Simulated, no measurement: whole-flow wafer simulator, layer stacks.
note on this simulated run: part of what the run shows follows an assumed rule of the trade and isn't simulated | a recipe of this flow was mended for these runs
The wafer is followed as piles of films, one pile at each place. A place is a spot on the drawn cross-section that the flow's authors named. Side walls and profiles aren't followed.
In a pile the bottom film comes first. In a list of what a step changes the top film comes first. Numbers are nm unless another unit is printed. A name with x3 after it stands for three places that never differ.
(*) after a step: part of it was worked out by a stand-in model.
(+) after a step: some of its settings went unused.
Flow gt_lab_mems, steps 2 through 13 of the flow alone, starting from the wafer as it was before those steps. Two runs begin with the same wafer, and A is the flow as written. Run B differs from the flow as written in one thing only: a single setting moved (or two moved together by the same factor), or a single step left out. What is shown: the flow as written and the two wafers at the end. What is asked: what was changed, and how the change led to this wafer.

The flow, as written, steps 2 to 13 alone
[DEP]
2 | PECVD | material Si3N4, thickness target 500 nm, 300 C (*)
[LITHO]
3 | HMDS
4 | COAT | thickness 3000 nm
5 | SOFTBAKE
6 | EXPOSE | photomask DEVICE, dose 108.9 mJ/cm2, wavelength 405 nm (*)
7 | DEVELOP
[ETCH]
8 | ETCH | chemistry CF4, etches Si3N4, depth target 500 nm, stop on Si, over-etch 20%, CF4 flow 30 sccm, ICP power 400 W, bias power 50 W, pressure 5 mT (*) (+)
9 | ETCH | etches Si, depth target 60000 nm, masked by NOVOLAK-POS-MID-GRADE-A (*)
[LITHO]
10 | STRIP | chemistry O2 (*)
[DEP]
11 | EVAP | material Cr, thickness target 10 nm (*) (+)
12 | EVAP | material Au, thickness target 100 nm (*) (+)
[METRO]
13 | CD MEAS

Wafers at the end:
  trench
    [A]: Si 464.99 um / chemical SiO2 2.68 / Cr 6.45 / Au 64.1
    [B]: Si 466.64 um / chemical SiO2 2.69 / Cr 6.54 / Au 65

Cause: step 8, ETCH: depth target 390 nm was run, while the flow as written has depth target 500 nm.

Step by step, how the change led to this:
  8 | ETCH | chemistry CF4, etches Si3N4, depth target 500 nm, stop on Si, over-etch 20%, CF4 flow 30 sccm, ICP power 400 W, bias power 50 W, pressure 5 mT (*) (+)
      trench: A -500 Si3N4 (all of it), -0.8 chemical SiO2 (all of it), -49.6 Si | B -468 Si3N4
      field: A -400 g/i-line-resist | B -312 g/i-line-resist
  9 | ETCH | etches Si, depth target 60000 nm, masked by NOVOLAK-POS-MID-GRADE-A (*)
      trench: A -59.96 um Si | B -32 Si3N4 (all of it), -0.8 chemical SiO2 (all of it), -58.36 um Si
  10 | STRIP | chemistry O2 (*)
      field: A -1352 g/i-line-resist (all of it) | B -1440 g/i-line-resist (all of it)
